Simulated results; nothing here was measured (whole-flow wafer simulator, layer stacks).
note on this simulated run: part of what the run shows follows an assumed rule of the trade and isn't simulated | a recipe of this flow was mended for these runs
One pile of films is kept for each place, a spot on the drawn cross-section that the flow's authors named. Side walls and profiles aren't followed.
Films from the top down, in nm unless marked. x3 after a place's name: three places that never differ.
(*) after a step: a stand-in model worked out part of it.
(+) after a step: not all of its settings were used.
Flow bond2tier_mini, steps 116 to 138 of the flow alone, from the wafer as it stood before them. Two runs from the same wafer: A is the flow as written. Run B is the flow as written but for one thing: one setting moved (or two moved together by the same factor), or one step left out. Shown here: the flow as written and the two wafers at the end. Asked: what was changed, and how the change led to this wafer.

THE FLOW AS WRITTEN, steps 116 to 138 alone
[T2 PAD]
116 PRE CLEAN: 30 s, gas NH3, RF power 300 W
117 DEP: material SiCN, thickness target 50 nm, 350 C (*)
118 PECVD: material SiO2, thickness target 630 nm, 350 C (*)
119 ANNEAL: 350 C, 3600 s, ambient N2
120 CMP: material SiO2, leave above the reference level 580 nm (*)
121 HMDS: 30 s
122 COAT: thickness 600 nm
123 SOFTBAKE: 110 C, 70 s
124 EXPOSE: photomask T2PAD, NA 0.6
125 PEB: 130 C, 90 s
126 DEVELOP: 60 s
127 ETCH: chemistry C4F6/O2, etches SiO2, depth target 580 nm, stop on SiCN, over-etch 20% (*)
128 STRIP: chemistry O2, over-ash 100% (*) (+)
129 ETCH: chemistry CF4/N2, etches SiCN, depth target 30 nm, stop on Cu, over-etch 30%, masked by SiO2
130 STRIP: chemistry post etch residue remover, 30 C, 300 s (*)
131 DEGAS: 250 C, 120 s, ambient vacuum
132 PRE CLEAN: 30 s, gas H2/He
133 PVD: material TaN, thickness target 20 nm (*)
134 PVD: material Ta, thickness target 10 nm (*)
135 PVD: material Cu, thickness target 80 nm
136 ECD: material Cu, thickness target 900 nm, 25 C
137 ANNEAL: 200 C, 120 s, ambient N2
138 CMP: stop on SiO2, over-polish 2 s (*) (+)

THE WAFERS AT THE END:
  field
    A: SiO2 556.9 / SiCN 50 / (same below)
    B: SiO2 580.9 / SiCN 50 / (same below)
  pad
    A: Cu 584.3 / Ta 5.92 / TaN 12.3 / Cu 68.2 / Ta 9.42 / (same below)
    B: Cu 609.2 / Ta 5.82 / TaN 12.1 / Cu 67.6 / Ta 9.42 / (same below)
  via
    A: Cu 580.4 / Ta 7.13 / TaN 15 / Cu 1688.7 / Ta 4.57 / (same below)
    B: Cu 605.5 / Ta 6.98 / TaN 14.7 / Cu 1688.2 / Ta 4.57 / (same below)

The cause: step 127, ETCH: depth target 719.2 nm was run, where the flow has depth target 580 nm.

How the change led to this, step by step:
  127 ETCH: chemistry C4F6/O2, etches SiO2, depth target 580 nm, stop on SiCN, over-etch 20% (*)
      pad, via: A SiO2 -580 (all of it), SiCN -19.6 | B SiO2 -580 (all of it), SiCN -47.7
      field: A thick-KrF-resist -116 | B thick-KrF-resist -143.8
  128 STRIP: chemistry O2, over-ash 100% (*) (+)
      field: A thick-KrF-resist -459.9 (all of it) | B thick-KrF-resist -432.1 (all of it)
  129 ETCH: chemistry CF4/N2, etches SiCN, depth target 30 nm, stop on Cu, over-etch 30%, masked by SiO2
      pad, via: A SiCN -30.4 (all of it), Cu -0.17 | B SiCN -2.27 (all of it), Cu -0.73
      field: A SiO2 -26 | B SiO2 -1.97
  135 PVD: material Cu, thickness target 80 nm
      via: A Cu +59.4 (new film) | B Cu +58.2 (new film)
